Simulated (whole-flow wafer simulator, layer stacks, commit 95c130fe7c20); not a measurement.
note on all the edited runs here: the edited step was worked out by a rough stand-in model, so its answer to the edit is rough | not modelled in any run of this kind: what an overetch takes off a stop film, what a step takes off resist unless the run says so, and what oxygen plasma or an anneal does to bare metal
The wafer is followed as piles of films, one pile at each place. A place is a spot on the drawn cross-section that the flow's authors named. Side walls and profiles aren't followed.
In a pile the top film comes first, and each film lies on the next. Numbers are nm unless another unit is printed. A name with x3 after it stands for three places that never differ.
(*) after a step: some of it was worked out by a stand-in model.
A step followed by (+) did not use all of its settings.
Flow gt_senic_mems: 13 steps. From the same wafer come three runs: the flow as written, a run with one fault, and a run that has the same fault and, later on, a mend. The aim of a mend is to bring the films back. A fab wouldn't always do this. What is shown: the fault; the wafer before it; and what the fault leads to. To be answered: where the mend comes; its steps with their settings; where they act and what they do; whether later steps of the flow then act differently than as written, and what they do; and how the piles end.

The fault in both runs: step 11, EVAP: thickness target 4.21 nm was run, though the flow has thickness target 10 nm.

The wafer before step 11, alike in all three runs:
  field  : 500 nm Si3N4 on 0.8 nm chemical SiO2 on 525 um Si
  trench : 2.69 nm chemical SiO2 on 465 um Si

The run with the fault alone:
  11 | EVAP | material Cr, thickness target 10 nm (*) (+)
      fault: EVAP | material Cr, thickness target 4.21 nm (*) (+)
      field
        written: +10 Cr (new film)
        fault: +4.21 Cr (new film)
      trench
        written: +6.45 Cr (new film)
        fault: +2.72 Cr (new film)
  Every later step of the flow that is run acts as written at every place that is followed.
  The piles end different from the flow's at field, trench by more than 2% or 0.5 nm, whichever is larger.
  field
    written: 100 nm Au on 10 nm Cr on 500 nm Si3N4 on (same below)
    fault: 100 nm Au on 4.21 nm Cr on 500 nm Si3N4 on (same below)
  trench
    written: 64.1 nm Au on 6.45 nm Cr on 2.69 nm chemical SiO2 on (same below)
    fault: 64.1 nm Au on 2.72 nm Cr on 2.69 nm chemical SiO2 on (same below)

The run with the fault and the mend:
  The mend follows step 11.
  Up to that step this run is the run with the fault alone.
  11a | EVAP | material Cr, thickness target 5.79 nm (*) (+) (the flow's step 11, run once more with other settings)
      field
        +5.79 Cr
      trench
        +3.74 Cr
  Every later step of the flow that is run acts as written at every place that is followed.
  The piles end only slightly different from the flow's at the places that both follow, by no more than 2% or 0.5 nm, whichever is larger.
